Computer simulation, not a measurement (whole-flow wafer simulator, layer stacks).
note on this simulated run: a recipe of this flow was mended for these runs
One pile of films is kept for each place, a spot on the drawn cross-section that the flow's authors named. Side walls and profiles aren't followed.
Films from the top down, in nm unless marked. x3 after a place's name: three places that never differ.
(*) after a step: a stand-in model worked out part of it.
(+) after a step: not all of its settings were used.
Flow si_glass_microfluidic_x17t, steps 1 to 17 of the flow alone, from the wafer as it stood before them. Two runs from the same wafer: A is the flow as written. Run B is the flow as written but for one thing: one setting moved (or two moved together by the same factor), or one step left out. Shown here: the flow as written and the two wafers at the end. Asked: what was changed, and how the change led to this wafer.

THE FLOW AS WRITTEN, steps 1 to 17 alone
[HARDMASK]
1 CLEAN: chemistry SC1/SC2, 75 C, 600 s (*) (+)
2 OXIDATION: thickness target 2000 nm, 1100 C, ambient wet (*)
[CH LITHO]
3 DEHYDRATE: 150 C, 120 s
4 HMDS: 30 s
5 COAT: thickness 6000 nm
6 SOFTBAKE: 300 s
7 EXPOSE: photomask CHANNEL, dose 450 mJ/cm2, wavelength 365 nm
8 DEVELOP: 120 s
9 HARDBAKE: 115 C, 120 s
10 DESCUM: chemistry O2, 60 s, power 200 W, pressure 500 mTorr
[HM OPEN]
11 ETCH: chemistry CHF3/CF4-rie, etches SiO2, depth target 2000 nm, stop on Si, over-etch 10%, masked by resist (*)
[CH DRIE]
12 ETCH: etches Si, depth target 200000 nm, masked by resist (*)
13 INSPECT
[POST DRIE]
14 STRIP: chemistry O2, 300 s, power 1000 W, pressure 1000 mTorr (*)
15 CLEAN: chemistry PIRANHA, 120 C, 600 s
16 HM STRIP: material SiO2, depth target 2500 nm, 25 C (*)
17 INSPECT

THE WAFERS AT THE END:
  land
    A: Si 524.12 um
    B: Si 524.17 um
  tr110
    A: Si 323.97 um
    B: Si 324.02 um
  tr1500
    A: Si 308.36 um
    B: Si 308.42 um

The cause: step 2, OXIDATION: 1077 C was run, where the flow has 1100 C.

How the change led to this, step by step:
  2 OXIDATION: thickness target 2000 nm, 1100 C, ambient wet (*)
      land, tr110, tr1500, tr15: A SiO2 +2000 (new film), chemical SiO2 -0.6 (all of it), Si -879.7 | B SiO2 +1865.9 (new film), chemical SiO2 -0.6 (all of it), Si -820.7
  11 ETCH: chemistry CHF3/CF4-rie, etches SiO2, depth target 2000 nm, stop on Si, over-etch 10%, masked by resist (*)
      tr110, tr1500, tr15: A SiO2 -2000 (all of it), Si -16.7 | B SiO2 -1865.9 (all of it), Si -27.8
      land: A thick-i-line-resist -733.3 | B thick-i-line-resist -684.1
  12 ETCH: etches Si, depth target 200000 nm, masked by resist (*)
      tr1500: A Si -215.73 um | B Si -215.72 um
      tr15: A Si -149.99 um | B Si -150.02 um
  16 HM STRIP: material SiO2, depth target 2500 nm, 25 C (*)
      land: A SiO2 -2000 (all of it) | B SiO2 -1865.9 (all of it)
